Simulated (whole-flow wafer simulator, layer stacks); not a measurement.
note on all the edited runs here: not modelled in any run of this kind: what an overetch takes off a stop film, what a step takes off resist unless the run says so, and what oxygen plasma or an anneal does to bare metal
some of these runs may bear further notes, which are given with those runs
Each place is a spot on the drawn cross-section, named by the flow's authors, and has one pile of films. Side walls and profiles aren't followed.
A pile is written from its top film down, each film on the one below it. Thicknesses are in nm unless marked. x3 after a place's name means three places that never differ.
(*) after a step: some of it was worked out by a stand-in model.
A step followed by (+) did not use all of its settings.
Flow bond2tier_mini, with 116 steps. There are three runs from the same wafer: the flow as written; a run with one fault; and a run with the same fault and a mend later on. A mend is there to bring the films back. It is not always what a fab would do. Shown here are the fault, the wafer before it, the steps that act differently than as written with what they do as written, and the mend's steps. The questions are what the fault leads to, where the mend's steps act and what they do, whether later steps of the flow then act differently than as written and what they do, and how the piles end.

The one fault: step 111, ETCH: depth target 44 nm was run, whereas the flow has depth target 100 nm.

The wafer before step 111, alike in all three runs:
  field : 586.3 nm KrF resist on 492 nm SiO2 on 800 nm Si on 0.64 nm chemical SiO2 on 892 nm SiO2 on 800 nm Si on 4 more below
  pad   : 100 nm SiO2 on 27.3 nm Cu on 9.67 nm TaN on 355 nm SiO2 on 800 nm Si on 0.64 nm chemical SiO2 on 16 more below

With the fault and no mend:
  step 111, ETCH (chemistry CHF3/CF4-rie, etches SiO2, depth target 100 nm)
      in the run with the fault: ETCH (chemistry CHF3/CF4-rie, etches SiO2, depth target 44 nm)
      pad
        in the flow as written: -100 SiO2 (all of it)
        in the run with the fault: -44 SiO2
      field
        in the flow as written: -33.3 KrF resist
        in the run with the fault: -14.7 KrF resist
  Later steps of the flow acting differently than as written (1 more step, not shown, differs only slightly: by at most 2% or 0.5 nm, whichever is larger):
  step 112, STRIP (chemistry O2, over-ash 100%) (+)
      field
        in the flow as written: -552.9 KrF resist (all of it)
        in the run with the fault: -571.6 KrF resist (all of it)
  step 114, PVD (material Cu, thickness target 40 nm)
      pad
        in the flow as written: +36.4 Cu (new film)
        in the run with the fault: +38.4 Cu (new film)
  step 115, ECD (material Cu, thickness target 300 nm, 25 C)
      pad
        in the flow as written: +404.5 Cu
        in the run with the fault: +346 Cu
  By the end, the piles at pad depart from the flow's by more than 2% or 0.5 nm, whichever is larger.
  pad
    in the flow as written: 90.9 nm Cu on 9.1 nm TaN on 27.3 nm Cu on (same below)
    in the run with the fault: 34.4 nm Cu on 9.6 nm TaN on 56 nm SiO2 on 27.3 nm Cu on (same below)

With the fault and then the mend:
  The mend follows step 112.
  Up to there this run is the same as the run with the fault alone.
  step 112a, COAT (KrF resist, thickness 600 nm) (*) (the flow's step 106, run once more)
      field
        +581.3 KrF resist (new film)
      pad
        +619.5 KrF resist (new film)
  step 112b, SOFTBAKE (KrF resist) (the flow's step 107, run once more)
      leaves every film unchanged at each place that is followed
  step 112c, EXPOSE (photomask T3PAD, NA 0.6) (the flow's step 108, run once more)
      leaves every film unchanged at each place that is followed
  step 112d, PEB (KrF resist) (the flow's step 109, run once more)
      leaves every film unchanged at each place that is followed
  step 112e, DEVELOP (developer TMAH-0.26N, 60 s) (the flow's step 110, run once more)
      field
        -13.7 KrF resist
      pad
        -619.5 KrF resist (all of it)
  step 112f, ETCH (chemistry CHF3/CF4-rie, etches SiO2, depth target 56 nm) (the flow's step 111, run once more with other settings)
      field
        -18.7 KrF resist
      pad
        -56 SiO2 (all of it)
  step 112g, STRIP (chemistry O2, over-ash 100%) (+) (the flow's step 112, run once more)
      field
        -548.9 KrF resist (all of it)
  None of the later steps of the flow acts differently than as written at any place that is followed.
  The piles end the same as the flow's at every place that both follow.
